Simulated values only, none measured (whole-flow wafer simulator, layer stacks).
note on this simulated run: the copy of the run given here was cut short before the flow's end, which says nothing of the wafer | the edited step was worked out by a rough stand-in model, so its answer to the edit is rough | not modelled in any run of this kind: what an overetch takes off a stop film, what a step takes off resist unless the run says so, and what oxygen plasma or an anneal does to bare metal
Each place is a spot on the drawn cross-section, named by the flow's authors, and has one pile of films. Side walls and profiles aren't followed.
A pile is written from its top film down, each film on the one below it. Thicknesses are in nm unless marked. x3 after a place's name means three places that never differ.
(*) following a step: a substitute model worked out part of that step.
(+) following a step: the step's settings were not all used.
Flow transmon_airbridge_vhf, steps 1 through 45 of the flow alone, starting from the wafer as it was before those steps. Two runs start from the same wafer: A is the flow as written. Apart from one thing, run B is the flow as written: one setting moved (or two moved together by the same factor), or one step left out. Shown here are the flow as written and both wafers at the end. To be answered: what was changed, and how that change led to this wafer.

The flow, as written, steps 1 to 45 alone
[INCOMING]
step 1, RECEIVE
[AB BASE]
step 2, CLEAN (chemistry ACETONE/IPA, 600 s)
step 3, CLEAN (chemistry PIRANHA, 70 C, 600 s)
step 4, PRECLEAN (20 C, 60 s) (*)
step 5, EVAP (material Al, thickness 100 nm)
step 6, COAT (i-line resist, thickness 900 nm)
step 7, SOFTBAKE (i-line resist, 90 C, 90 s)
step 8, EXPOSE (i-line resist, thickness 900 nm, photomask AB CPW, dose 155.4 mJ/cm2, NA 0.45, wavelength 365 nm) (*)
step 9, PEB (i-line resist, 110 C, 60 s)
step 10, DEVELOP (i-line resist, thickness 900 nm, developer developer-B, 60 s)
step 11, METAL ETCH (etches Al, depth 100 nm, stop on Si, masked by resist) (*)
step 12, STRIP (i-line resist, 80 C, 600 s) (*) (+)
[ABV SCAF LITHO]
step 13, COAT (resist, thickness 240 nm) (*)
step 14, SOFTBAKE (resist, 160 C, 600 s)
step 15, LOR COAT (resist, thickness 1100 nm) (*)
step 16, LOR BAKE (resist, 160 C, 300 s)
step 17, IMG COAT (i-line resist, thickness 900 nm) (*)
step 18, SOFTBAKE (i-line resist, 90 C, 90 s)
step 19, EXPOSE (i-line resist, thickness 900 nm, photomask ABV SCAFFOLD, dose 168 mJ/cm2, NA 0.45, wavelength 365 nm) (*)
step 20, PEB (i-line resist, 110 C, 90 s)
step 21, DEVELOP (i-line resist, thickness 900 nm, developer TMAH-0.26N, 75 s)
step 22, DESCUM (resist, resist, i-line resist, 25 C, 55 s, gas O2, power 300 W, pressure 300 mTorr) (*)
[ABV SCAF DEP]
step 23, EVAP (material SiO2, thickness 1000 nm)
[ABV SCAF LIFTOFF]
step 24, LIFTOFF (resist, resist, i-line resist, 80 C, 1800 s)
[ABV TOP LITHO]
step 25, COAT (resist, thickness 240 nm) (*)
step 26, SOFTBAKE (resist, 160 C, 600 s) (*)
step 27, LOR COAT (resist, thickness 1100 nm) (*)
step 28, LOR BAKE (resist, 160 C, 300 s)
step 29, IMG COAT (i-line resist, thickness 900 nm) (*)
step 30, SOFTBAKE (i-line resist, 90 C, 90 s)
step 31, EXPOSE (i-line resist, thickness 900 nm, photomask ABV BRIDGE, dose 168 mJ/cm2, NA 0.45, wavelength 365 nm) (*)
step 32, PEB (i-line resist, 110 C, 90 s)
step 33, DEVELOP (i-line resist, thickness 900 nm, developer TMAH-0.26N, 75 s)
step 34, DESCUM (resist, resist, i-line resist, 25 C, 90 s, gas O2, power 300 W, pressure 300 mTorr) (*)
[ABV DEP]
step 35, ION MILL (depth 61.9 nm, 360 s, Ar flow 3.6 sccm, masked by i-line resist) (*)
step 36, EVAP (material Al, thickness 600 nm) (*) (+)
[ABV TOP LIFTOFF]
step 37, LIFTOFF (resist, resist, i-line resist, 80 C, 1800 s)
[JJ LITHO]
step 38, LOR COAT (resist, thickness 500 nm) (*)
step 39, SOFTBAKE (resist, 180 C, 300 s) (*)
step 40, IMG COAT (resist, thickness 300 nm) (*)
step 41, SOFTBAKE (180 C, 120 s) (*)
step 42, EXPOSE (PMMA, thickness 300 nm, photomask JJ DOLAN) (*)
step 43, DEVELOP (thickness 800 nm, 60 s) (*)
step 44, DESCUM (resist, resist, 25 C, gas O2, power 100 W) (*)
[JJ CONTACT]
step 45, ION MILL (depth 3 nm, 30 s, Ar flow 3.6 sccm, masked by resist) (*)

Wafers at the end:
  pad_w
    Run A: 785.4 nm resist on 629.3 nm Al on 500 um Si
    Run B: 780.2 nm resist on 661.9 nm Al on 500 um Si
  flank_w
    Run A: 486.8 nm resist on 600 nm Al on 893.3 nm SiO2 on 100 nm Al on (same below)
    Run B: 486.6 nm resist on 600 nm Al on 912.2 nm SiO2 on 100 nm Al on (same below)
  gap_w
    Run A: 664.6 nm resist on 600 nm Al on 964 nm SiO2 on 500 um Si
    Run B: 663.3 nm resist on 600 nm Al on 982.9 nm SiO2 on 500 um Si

What caused this: step 35, ION MILL: 171 s was run, whereas the flow has 360 s.

Step by step, how the change led to this:
  step 35, ION MILL (depth 61.9 nm, 360 s, Ar flow 3.6 sccm, masked by i-line resist) (*)
      field x3, jj_line, ground_far, trace_open_s x2, margin_s, margin_n: A i-line resist loses 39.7 | B i-line resist loses 18.9
      flank_w, gap_w, cpw_trace, gap_e, flank_e, bridge_strip: A SiO2 loses 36 | B SiO2 loses 17.1
      (and at 2 other places as well)
  step 37, LIFTOFF (resist, resist, i-line resist, 80 C, 1800 s)
      field x3, jj_line, trace_open_s x2: A Al loses 600 (all of it), i-line resist loses 600 (all of it), resist loses 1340 (all of it) | B Al loses 600 (all of it), i-line resist loses 620.8 (all of it), resist loses 1340 (all of it)
      margin_s, margin_n: A Al loses 600 (all of it), i-line resist loses 318.3 (all of it), resist loses 992 (all of it) | B Al loses 600 (all of it), i-line resist loses 339.1 (all of it), resist loses 992 (all of it)
      (and at 1 other place as well)
